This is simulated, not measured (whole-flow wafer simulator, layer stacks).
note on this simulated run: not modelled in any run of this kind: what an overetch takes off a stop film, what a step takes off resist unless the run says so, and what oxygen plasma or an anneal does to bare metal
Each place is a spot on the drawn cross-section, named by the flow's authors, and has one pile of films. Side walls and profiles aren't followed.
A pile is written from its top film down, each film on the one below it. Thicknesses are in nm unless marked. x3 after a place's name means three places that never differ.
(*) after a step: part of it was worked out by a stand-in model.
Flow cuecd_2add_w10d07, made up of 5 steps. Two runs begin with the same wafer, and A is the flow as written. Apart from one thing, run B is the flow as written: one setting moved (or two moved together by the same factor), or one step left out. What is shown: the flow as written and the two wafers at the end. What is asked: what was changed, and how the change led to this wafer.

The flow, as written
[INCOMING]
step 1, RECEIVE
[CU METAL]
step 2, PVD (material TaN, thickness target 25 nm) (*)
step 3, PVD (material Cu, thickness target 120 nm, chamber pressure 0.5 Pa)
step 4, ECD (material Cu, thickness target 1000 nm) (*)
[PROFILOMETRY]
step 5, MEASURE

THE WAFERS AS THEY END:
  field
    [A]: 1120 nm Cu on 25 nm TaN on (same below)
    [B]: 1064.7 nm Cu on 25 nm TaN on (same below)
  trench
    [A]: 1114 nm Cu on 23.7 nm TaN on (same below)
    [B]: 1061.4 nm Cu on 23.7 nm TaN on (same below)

Cause: step 3, PVD: thickness target 64.7 nm was run, whereas the flow has thickness target 120 nm.

Step by step, how the change led to this:
  step 3, PVD (material Cu, thickness target 120 nm, chamber pressure 0.5 Pa)
      field: A Cu gains 120 (new film) | B Cu gains 64.7 (new film)
      trench: A Cu gains 114 (new film) | B Cu gains 61.4 (new film)
